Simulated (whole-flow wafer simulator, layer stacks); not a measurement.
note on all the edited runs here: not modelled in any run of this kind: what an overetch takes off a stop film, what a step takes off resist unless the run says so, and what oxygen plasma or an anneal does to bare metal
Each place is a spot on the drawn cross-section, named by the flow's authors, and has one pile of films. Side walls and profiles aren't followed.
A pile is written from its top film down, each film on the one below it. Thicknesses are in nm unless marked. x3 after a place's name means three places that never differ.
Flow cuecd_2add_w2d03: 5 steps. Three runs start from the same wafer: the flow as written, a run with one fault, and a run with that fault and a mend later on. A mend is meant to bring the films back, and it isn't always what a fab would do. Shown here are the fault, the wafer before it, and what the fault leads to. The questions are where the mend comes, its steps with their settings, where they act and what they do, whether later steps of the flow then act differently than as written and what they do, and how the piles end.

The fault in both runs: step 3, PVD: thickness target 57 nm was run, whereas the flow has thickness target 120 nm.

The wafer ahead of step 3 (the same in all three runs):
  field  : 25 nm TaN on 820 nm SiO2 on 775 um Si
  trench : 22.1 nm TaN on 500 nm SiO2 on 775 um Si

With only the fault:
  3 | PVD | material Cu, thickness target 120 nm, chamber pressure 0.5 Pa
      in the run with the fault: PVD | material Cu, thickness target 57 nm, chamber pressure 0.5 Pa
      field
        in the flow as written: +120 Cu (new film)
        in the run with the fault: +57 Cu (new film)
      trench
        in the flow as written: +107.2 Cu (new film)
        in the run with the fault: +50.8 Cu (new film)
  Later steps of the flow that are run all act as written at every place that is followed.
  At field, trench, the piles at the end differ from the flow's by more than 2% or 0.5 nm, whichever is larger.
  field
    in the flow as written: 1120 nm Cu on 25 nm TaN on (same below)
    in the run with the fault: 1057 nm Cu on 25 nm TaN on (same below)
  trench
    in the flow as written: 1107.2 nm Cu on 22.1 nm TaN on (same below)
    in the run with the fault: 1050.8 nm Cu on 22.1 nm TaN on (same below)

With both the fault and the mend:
  The mend follows step 3.
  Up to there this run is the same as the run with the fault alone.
  3a | PVD | material Cu, thickness target 63 nm, chamber pressure 0.5 Pa (the flow's step 3, run once more with other settings)
      field
        +63 Cu
      trench
        +55.9 Cu
  Later steps of the flow that are run all act as written at every place that is followed.
  At the end the piles are close to the flow's at the places that both follow, differing by at most 2% or 0.5 nm, whichever is larger.
